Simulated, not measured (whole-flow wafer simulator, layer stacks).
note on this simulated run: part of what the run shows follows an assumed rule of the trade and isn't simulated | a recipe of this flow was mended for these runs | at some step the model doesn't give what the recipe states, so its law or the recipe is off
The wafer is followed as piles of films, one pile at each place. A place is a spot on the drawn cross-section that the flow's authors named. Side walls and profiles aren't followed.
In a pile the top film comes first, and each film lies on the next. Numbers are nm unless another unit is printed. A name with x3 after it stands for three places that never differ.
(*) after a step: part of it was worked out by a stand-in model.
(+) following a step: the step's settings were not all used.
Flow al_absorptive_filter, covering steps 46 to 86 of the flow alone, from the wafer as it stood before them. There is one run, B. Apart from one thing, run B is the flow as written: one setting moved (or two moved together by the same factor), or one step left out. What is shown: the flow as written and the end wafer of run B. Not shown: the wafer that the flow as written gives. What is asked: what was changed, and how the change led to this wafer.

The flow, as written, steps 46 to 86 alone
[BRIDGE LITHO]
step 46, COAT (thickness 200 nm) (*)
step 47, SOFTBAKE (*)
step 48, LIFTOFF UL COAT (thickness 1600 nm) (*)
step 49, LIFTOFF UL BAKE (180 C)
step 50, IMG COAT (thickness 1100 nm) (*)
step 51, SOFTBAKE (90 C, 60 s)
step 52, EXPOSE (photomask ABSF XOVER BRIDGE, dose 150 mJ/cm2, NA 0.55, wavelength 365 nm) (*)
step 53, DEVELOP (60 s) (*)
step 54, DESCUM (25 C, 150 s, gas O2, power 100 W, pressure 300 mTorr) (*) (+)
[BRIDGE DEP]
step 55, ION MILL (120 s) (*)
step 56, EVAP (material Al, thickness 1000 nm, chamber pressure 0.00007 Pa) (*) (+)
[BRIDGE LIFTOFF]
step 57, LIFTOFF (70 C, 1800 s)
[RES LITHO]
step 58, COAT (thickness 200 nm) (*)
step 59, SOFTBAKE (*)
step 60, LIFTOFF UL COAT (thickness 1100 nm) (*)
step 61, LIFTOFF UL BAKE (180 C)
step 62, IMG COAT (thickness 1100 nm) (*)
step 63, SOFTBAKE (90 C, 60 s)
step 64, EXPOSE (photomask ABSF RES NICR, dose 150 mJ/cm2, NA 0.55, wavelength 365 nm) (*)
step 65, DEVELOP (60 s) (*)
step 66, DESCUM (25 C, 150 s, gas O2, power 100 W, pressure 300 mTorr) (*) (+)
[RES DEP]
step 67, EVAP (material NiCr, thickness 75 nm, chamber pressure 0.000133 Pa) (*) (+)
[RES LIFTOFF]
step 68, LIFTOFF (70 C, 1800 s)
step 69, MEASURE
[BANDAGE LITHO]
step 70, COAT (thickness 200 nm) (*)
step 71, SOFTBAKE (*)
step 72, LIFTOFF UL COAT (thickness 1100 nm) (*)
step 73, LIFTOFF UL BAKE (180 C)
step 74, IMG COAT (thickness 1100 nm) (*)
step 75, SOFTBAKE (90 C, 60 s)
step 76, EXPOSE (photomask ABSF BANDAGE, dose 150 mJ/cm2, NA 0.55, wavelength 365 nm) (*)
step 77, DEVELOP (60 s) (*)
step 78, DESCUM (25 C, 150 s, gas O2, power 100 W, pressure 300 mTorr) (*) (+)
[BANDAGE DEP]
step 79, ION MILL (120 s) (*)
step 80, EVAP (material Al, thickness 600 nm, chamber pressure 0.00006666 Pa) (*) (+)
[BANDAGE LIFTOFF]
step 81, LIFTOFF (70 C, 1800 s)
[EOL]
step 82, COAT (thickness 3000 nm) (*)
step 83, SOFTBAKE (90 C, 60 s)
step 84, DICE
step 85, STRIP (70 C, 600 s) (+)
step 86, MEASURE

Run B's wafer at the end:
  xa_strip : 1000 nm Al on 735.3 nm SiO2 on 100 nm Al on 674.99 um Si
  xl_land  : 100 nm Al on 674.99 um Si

The reason: step 54, DESCUM: 82 s was run, while the flow as written has 150 s.

How this came from the change, step by step:
  step 54, DESCUM (25 C, 150 s, gas O2, power 100 W, pressure 300 mTorr) (*) (+)
      xa_strip: -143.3 acrylic-e-beam-resist (it would be, as written: -156.7 acrylic-e-beam-resist (all of it))
      xl_land: -143.3 acrylic-e-beam-resist (it would be, as written: -218.5 acrylic-e-beam-resist (all of it))
      (as well as at 10 more places)
  step 55, ION MILL (120 s) (*)
      xa_strip: -13.4 acrylic-e-beam-resist (all of it), -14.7 SiO2 (it would be, as written: -24.3 SiO2)
      xl_land: -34 acrylic-e-beam-resist (it would be, as written: -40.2 Al)
  step 56, EVAP (material Al, thickness 1000 nm, chamber pressure 0.00007 Pa) (*) (+)
      xl_land: +1000 Al (new film) (it would be, as written: +1000 Al)
  step 57, LIFTOFF (70 C, 1800 s)
      xl_land: -1000 Al (all of it), -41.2 acrylic-e-beam-resist (all of it) (it would be, as written: nothing)
      gnd, xa_field, idc_field: -1000 Al (all of it), -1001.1 i-line-resist (all of it), -1600 lift-off-underlayer (all of it), -200 acrylic-e-beam-resist (all of it) (it would be, as written: -1000 Al (all of it), -941.6 i-line-resist (all of it), -1600 lift-off-underlayer (all of it), -200 acrylic-e-beam-resist (all of it))
      (as well as at 7 more places)
  step 58, COAT (thickness 200 nm) (*)
      xl_gap: +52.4 acrylic-e-beam-resist (new film) (it would be, as written: +123.8 acrylic-e-beam-resist (new film))
      xl_turn: +80.5 acrylic-e-beam-resist (new film) (it would be, as written: +146.6 acrylic-e-beam-resist (new film))
  step 60, LIFTOFF UL COAT (thickness 1100 nm) (*)
      xl_gap: +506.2 lift-off-underlayer (new film) (it would be, as written: +831.4 lift-off-underlayer (new film))
      xl_turn: +551.5 lift-off-underlayer (new film) (it would be, as written: +781.4 lift-off-underlayer (new film))
  step 62, IMG COAT (thickness 1100 nm) (*)
      xl_gap: +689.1 i-line-resist (new film) (it would be, as written: +959.3 i-line-resist (new film))
      xl_turn: +570.4 i-line-resist (new film) (it would be, as written: +903.5 i-line-resist (new film))
  step 63, SOFTBAKE (90 C, 60 s)
      xl_gap: -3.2 i-line-resist (it would be, as written: -1.04 i-line-resist)
      xl_turn: -4.41 i-line-resist (it would be, as written: -2.67 i-line-resist)
  step 68, LIFTOFF (70 C, 1800 s)
      xl_gap: -75 NiCr (all of it), -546 i-line-resist (all of it), -506.2 lift-off-underlayer (all of it), -52.4 acrylic-e-beam-resist (all of it) (it would be, as written: -75 NiCr (all of it), -818.3 i-line-resist (all of it), -831.4 lift-off-underlayer (all of it), -123.8 acrylic-e-beam-resist (all of it))
      xl_turn: -75 NiCr (all of it), -426.1 i-line-resist (all of it), -551.5 lift-off-underlayer (all of it), -80.5 acrylic-e-beam-resist (all of it) (it would be, as written: -75 NiCr (all of it), -760.9 i-line-resist (all of it), -781.4 lift-off-underlayer (all of it), -146.6 acrylic-e-beam-resist (all of it))
  step 70, COAT (thickness 200 nm) (*)
      xl_gap: +65.9 acrylic-e-beam-resist (new film) (it would be, as written: +114.6 acrylic-e-beam-resist (new film))
      xl_turn: +82 acrylic-e-beam-resist (new film) (it would be, as written: +144.3 acrylic-e-beam-resist (new film))
  step 72, LIFTOFF UL COAT (thickness 1100 nm) (*)
      xl_gap: +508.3 lift-off-underlayer (new film) (it would be, as written: +837.4 lift-off-underlayer (new film))
      xl_turn: +567.4 lift-off-underlayer (new film) (it would be, as written: +781 lift-off-underlayer (new film))
  step 74, IMG COAT (thickness 1100 nm) (*)
      xl_gap: +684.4 i-line-resist (new film) (it would be, as written: +959.2 i-line-resist (new film))
      xl_turn: +564.7 i-line-resist (new film) (it would be, as written: +902.8 i-line-resist (new film))
  step 75, SOFTBAKE (90 C, 60 s)
      xl_gap: -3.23 i-line-resist (it would be, as written: -1.04 i-line-resist)
      xl_turn: -4.39 i-line-resist (it would be, as written: -2.67 i-line-resist)
  step 81, LIFTOFF (70 C, 1800 s)
      xl_gap: -600 Al (all of it), -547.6 i-line-resist (all of it), -508.3 lift-off-underlayer (all of it), -65.9 acrylic-e-beam-resist (all of it) (it would be, as written: -600 Al (all of it), -824.6 i-line-resist (all of it), -837.4 lift-off-underlayer (all of it), -114.6 acrylic-e-beam-resist (all of it))
      xl_turn: -600 Al (all of it), -426.7 i-line-resist (all of it), -567.4 lift-off-underlayer (all of it), -82 acrylic-e-beam-resist (all of it) (it would be, as written: -600 Al (all of it), -766.6 i-line-resist (all of it), -781 lift-off-underlayer (all of it), -144.3 acrylic-e-beam-resist (all of it))
  step 82, COAT (thickness 3000 nm) (*)
      xl_gap: +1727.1 i-line-resist (new film) (it would be, as written: +2468.8 i-line-resist (new film))
      xl_turn: +1662.5 i-line-resist (new film) (it would be, as written: +2382.6 i-line-resist (new film))
  step 83, SOFTBAKE (90 C, 60 s)
      xl_gap: -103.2 i-line-resist (it would be, as written: -40.9 i-line-resist)
      xl_turn: -127.8 i-line-resist (it would be, as written: -52 i-line-resist)
  step 85, STRIP (70 C, 600 s) (+)
      xl_gap: -1623.9 i-line-resist (all of it) (it would be, as written: -2427.9 i-line-resist (all of it))
      xl_turn: -1534.7 i-line-resist (all of it) (it would be, as written: -2330.6 i-line-resist (all of it))
